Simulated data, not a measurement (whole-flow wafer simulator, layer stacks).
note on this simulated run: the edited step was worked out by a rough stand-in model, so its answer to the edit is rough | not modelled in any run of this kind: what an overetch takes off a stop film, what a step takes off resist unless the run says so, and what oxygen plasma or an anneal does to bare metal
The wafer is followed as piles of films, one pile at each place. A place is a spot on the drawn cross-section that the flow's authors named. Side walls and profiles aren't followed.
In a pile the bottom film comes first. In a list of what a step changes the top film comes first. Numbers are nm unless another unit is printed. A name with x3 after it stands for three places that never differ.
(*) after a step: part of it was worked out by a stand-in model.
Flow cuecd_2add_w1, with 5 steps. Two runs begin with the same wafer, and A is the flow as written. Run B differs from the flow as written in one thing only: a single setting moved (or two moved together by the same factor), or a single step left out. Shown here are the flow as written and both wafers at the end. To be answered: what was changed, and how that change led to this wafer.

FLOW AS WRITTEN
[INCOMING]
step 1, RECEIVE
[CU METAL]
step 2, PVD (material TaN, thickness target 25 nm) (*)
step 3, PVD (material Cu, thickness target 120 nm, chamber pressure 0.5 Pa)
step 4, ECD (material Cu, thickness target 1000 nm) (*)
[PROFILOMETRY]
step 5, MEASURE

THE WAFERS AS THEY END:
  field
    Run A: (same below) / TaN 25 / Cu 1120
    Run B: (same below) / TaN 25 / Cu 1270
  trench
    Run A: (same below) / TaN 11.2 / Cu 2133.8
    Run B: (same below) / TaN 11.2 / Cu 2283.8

Cause: step 4, ECD: thickness target 1150 nm was run, whereas the flow has thickness target 1000 nm.

Step by step, how the change led to this:
  step 4, ECD (material Cu, thickness target 1000 nm) (*)
      field: A +1000 Cu | B +1150 Cu
      trench: A +2080.2 Cu | B +2230.2 Cu
